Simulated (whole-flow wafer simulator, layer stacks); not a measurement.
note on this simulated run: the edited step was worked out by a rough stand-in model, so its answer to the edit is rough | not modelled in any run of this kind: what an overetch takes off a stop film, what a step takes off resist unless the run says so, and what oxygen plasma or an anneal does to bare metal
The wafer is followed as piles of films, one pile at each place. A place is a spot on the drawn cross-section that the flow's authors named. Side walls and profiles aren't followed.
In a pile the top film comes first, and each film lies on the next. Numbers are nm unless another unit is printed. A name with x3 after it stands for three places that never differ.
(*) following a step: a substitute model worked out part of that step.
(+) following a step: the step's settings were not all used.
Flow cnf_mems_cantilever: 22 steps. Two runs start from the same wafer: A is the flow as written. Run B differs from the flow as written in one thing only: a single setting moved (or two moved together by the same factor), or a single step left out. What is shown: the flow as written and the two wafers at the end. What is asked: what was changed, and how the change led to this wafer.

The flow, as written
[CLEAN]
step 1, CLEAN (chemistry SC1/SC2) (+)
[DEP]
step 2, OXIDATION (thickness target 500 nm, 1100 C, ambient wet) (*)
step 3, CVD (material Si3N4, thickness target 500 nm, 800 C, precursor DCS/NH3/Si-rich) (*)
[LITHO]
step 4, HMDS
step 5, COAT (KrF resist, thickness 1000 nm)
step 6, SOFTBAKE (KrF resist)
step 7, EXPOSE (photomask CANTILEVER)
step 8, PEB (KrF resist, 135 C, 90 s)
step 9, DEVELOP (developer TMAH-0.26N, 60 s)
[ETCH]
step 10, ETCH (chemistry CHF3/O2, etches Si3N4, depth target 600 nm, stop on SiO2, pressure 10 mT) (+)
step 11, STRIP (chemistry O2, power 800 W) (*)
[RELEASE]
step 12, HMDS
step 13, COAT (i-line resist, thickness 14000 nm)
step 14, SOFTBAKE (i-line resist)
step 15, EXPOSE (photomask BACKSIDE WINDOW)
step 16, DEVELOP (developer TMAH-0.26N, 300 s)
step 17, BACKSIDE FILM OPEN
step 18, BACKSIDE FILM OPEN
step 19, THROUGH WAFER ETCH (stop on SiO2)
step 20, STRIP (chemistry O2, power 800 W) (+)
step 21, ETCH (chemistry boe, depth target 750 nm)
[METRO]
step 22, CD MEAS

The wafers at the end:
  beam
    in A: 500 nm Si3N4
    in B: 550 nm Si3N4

The reason: step 3, CVD: thickness target 550 nm was run, whereas the flow has thickness target 500 nm.
The wafer lets one read it off: beam has Si3N4 550, and step 3 as written asks for 500 nm.

Step by step, how the change led to this:
  step 3, CVD (material Si3N4, thickness target 500 nm, 800 C, precursor DCS/NH3/Si-rich) (*)
      field, beam: A Si3N4 gains 500 (new film) | B Si3N4 gains 550 (new film)
  step 10, ETCH (chemistry CHF3/O2, etches Si3N4, depth target 600 nm, stop on SiO2, pressure 10 mT) (+)
      field: A Si3N4 loses 500 (all of it) | B Si3N4 loses 550 (all of it)
